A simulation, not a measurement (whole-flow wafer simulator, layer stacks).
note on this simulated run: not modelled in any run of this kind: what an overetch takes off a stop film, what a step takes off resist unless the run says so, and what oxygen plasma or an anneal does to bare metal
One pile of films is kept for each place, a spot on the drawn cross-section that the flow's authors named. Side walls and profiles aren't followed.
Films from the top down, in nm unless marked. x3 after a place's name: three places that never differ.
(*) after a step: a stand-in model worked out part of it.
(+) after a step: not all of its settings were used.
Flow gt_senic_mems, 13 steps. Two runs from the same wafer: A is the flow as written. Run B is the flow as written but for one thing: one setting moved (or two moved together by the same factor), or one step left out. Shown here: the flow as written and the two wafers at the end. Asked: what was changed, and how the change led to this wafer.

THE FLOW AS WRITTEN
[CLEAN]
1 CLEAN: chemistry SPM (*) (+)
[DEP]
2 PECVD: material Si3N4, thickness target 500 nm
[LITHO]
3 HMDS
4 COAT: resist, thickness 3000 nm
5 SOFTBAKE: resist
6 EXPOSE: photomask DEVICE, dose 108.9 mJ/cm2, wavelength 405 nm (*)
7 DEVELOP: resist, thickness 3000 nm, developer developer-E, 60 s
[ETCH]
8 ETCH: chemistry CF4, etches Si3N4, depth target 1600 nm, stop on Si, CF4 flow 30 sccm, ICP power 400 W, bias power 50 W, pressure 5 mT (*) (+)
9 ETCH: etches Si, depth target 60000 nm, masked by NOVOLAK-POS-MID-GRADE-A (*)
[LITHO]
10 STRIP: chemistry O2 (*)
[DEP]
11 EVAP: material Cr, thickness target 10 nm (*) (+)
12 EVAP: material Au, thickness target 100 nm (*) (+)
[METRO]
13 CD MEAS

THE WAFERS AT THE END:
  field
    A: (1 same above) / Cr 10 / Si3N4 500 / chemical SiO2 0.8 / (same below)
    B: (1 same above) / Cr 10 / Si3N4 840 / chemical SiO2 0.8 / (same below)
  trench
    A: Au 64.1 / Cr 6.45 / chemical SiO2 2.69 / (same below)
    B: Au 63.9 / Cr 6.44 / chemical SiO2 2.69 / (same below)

The cause: step 2, PECVD: thickness target 840 nm was run, where the flow has thickness target 500 nm.
It can be read off the wafer: field has Si3N4 840, and step 2 as written asks for 500 nm.

How the change led to this, step by step:
  2 PECVD: material Si3N4, thickness target 500 nm
      field, trench: A Si3N4 +500 (new film) | B Si3N4 +840 (new film)
  8 ETCH: chemistry CF4, etches Si3N4, depth target 1600 nm, stop on Si, CF4 flow 30 sccm, ICP power 400 W, bias power 50 W, pressure 5 mT (*) (+)
      field: A resist -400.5 | B resist -627.2
      trench: A Si3N4 -500 (all of it), chemical SiO2 -0.8 (all of it) | B Si3N4 -840 (all of it), chemical SiO2 -0.8 (all of it)
  10 STRIP: chemistry O2 (*)
      field: A resist -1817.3 (all of it) | B resist -1590.6 (all of it)
